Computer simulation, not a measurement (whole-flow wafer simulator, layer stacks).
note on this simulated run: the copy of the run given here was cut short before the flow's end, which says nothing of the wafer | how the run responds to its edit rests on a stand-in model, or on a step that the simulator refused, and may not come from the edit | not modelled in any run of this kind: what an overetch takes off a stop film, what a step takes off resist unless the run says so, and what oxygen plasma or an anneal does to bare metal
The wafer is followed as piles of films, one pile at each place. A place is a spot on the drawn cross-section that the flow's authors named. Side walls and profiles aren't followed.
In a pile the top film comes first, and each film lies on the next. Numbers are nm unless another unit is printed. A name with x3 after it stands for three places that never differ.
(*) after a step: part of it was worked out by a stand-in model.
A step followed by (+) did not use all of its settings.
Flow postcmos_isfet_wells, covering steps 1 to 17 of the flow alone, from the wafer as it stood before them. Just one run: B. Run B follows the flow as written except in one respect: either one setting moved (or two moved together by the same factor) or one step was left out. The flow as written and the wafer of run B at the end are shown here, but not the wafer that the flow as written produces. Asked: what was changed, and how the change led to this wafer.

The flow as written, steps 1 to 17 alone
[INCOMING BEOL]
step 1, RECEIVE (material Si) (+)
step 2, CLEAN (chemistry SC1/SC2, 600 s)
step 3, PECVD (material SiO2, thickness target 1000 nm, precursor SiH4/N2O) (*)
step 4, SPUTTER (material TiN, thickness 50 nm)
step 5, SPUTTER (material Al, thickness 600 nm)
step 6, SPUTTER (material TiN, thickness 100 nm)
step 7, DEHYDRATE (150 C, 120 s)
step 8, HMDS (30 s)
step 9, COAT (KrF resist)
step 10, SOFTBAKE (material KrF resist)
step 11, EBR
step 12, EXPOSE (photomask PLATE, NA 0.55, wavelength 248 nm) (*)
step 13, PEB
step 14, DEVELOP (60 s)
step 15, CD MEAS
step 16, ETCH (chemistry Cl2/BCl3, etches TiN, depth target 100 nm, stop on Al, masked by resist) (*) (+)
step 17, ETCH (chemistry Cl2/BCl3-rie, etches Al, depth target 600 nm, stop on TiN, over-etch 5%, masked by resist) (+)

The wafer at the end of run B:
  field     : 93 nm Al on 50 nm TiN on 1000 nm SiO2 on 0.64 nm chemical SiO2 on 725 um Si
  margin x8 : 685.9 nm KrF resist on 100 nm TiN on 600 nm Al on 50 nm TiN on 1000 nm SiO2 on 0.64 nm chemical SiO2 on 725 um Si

Cause: step 17, ETCH: depth target 507 nm was run, while the flow as written has depth target 600 nm.

The path from the change to this, step by step:
  step 17, ETCH (chemistry Cl2/BCl3-rie, etches Al, depth target 600 nm, stop on TiN, over-etch 5%, masked by resist) (+)
      field: -507 Al (it would be, as written: -600 Al (all of it))
      margin x8: -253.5 KrF resist (it would be, as written: -300 KrF resist)
